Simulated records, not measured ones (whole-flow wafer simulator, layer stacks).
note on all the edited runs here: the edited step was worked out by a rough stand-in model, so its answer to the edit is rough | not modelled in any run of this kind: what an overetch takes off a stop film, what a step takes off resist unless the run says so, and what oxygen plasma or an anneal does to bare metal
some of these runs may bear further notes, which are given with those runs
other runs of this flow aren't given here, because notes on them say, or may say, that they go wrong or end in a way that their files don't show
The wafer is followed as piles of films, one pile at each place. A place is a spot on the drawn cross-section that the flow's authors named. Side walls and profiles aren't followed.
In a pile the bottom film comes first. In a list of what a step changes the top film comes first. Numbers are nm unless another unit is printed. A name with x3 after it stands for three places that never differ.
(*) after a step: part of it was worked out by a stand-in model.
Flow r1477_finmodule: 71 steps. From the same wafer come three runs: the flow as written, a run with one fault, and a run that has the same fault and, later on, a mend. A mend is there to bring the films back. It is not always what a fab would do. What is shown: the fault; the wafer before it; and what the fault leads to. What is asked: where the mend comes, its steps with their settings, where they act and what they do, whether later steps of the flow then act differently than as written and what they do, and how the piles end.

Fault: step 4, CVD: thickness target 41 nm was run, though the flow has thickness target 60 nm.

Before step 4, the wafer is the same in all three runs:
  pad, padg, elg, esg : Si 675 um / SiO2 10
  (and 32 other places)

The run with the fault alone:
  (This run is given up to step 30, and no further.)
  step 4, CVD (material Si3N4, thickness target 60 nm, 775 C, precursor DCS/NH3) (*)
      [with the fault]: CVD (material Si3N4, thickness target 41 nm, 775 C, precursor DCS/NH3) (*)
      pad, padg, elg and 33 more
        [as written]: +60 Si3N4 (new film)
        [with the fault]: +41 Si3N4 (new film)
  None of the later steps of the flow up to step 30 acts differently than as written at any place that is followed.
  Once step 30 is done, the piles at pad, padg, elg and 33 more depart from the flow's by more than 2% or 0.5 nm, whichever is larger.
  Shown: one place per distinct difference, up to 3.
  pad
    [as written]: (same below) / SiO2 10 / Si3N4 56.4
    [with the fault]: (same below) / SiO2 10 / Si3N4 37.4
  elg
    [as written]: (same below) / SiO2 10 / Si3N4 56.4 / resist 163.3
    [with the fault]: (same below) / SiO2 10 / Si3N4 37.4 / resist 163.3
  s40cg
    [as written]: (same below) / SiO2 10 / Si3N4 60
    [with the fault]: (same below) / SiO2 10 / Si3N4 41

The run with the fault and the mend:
  The mend follows step 5.
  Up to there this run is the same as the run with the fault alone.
  step 5a, ETCH (chemistry h3po4, depth target 47.15 nm)
      pad, padg, elg and 33 more
        -41 Si3N4 (all of it)
  step 5b, CLEAN (chemistry SC1/SC2) (the flow's step 2, run once more)
      alters no film at any place that is followed
  step 5c, CVD (material Si3N4, thickness target 60 nm, 775 C, precursor DCS/NH3) (*) (the flow's step 4, run once more)
      pad, padg, elg and 33 more
        +60 Si3N4 (new film)
  None of the later steps of the flow acts differently than as written at any place that is followed.
  At every place that both follow, the piles at the end match the flow's.
